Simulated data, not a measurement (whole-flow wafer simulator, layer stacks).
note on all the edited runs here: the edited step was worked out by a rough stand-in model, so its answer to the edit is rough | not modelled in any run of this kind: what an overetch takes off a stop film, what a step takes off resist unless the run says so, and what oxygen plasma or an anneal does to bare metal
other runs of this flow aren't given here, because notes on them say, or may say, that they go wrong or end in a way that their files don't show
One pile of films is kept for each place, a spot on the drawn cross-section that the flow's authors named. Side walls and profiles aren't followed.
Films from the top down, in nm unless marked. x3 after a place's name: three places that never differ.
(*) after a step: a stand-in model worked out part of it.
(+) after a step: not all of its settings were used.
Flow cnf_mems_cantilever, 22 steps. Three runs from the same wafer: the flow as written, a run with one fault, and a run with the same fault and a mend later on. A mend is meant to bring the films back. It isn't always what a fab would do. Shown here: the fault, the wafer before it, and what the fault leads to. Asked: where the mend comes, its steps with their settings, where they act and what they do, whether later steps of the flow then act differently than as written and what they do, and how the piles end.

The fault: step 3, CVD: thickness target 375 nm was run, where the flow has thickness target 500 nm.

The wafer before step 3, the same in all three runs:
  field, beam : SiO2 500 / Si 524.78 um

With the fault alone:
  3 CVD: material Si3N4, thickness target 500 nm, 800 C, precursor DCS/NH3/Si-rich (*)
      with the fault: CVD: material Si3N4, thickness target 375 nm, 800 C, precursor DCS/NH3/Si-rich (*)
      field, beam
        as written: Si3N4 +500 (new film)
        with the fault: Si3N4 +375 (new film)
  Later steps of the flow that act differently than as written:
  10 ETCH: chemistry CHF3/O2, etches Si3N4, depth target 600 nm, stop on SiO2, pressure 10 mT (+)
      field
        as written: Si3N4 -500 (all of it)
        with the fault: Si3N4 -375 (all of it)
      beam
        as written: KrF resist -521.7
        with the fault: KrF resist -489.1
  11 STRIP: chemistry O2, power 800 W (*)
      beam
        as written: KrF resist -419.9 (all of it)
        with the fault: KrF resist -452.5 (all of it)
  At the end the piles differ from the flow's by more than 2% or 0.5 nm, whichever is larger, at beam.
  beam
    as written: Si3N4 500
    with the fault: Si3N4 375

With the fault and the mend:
  The mend comes after step 3.
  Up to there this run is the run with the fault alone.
  3a CVD: material Si3N4, thickness target 125 nm, 800 C, precursor DCS/NH3/Si-rich (*) (the flow's step 3 once more, with other settings)
      field, beam
        Si3N4 +125
  No later step of the flow acts differently than as written at any place that is followed.
  At the end the piles are the same as the flow's at every place that both follow.
